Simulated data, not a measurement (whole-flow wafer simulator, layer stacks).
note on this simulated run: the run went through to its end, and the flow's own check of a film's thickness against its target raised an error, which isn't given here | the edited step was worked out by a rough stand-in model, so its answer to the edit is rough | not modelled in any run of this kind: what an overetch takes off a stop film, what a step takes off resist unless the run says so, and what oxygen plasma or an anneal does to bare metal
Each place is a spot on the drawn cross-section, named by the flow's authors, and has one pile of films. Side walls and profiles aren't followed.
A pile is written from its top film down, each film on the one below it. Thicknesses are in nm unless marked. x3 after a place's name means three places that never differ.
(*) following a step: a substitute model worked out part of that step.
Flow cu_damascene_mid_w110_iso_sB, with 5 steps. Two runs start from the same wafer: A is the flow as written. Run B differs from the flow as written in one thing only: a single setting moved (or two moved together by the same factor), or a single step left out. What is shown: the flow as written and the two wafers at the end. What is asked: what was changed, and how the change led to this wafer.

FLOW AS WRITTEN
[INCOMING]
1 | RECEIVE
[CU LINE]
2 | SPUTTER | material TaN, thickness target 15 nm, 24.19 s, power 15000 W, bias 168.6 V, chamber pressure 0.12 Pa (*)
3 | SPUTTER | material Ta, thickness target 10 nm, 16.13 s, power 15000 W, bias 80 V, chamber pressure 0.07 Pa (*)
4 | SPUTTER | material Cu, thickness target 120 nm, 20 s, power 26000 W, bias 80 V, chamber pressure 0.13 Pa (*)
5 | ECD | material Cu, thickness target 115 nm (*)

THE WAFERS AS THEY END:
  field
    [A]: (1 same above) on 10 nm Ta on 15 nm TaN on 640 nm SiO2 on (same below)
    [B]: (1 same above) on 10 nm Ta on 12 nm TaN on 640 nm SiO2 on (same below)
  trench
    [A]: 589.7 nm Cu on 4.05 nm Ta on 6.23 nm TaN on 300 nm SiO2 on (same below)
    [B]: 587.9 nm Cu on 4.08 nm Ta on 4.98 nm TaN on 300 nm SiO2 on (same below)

Cause: step 2, SPUTTER: thickness target 12 nm was run, while the flow as written has thickness target 15 nm; step 2, SPUTTER: 19.35 s was run, where the flow has 24.19 s.
One can read it off the wafer: field has TaN 12, and step 2 as written asks for 15 nm.

How this came from the change, step by step:
  2 | SPUTTER | material TaN, thickness target 15 nm, 24.19 s, power 15000 W, bias 168.6 V, chamber pressure 0.12 Pa (*)
      field: A +15 TaN (new film) | B +12 TaN (new film)
      trench: A +6.23 TaN (new film) | B +4.98 TaN (new film)
